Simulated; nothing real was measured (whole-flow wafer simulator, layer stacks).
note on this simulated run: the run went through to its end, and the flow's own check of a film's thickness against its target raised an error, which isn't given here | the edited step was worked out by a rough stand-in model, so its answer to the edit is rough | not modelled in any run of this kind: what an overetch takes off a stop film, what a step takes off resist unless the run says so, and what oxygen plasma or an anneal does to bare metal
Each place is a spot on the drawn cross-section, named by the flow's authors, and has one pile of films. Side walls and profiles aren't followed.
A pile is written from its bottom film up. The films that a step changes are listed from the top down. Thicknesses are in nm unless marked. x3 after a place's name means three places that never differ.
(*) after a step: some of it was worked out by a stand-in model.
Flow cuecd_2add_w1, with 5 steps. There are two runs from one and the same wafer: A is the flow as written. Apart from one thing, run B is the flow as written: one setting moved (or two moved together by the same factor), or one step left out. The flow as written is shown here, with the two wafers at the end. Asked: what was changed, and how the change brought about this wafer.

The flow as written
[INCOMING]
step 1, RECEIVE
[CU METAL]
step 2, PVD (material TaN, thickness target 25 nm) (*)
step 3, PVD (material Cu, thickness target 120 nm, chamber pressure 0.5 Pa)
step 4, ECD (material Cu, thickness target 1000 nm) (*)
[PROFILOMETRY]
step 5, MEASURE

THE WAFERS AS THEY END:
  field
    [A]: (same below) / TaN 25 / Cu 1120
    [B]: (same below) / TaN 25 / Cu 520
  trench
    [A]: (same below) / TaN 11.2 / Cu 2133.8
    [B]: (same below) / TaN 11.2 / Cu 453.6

Cause: step 4, ECD: thickness target 400 nm was run, while the flow as written has thickness target 1000 nm.

Step by step, how the change led to this:
  step 4, ECD (material Cu, thickness target 1000 nm) (*)
      field: A +1000 Cu | B +400 Cu
      trench: A +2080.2 Cu | B +400 Cu
